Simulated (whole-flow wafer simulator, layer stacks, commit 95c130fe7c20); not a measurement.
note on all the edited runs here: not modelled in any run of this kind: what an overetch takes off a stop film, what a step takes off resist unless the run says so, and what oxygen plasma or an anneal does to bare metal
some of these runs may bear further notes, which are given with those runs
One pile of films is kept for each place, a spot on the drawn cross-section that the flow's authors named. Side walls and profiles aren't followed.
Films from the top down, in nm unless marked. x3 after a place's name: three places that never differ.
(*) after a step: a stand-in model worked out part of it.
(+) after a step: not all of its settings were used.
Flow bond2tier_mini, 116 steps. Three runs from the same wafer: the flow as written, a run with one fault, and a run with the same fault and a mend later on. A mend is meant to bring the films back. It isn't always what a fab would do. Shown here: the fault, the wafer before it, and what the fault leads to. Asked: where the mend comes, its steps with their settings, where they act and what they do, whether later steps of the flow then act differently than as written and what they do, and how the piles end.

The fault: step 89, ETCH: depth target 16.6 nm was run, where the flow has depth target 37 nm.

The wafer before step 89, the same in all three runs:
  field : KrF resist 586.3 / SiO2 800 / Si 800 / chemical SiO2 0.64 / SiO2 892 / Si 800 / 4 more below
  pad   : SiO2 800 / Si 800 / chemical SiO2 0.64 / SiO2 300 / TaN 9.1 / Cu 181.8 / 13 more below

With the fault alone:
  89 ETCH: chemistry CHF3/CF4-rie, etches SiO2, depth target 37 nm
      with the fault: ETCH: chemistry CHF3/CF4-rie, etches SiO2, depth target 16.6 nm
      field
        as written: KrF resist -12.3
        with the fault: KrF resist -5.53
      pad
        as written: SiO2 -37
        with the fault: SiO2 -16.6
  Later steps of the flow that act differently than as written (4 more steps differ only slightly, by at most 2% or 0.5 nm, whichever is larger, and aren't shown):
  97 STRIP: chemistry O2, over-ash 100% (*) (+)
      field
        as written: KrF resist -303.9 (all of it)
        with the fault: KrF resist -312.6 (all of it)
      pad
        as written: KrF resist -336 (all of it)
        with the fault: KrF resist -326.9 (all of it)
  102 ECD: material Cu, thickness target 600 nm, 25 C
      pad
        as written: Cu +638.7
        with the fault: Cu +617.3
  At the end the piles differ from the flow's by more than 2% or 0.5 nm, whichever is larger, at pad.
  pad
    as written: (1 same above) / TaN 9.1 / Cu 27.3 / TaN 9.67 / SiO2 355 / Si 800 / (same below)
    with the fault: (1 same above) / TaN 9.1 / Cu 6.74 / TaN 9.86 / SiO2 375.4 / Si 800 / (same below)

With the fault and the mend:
  The mend comes after step 90.
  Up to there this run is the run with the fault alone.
  90a COAT: KrF resist, thickness 600 nm (*) (the flow's step 84 once more)
      field
        KrF resist +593 (new film)
      pad
        KrF resist +607.3 (new film)
  90b SOFTBAKE: KrF resist (the flow's step 85 once more)
      changes no film at any place that is followed
  90c EXPOSE: photomask T3TRIM, NA 0.6 (the flow's step 86 once more)
      changes no film at any place that is followed
  90d PEB: KrF resist (the flow's step 87 once more)
      changes no film at any place that is followed
  90e DEVELOP: developer TMAH-0.26N, 60 s (the flow's step 88 once more)
      field
        KrF resist -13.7
      pad
        KrF resist -607.3 (all of it)
  90f ETCH: chemistry CHF3/CF4-rie, etches SiO2, depth target 20.4 nm (the flow's step 89 once more, with other settings)
      field
        KrF resist -6.8
      pad
        SiO2 -20.4
  90g STRIP: chemistry O2, over-ash 100% (+) (the flow's step 90 once more)
      field
        KrF resist -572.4 (all of it)
  No later step of the flow acts differently than as written at any place that is followed.
  At the end the piles are the same as the flow's at every place that both follow.
